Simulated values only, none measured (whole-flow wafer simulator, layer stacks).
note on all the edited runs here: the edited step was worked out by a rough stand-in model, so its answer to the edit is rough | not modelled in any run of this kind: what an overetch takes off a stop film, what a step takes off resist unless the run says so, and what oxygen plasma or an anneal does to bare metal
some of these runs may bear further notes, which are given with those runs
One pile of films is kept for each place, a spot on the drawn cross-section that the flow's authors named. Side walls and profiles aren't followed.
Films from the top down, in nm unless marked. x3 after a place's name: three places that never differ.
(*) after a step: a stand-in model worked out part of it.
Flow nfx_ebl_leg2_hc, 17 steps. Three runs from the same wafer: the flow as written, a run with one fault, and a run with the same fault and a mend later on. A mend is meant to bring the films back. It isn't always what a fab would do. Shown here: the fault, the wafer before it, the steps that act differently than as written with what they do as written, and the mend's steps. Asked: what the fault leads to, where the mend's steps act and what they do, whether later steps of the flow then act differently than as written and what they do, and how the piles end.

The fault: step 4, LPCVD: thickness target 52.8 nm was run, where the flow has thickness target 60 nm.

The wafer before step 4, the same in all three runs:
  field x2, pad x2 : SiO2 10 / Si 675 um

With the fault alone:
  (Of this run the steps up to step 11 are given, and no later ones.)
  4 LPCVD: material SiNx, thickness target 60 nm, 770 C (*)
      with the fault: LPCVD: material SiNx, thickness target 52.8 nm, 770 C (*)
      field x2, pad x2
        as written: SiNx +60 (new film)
        with the fault: SiNx +52.8 (new film)
  No later step of the flow up to step 11 acts differently than as written at any place that is followed.
  After step 11 the piles differ from the flow's by more than 2% or 0.5 nm, whichever is larger, at field x2, pad x2.
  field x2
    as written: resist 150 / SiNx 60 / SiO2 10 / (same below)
    with the fault: resist 150 / SiNx 52.8 / SiO2 10 / (same below)
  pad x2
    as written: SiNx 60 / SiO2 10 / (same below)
    with the fault: SiNx 52.8 / SiO2 10 / (same below)

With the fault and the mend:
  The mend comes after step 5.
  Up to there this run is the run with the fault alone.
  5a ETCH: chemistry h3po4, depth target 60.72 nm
      field x2, pad x2
        SiNx -52.8 (all of it)
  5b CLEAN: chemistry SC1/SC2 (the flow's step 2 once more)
      changes no film at any place that is followed
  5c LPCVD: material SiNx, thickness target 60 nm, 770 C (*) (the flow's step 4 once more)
      field x2, pad x2
        SiNx +60 (new film)
  No later step of the flow acts differently than as written at any place that is followed.
  At the end the piles are the same as the flow's at every place that both follow.
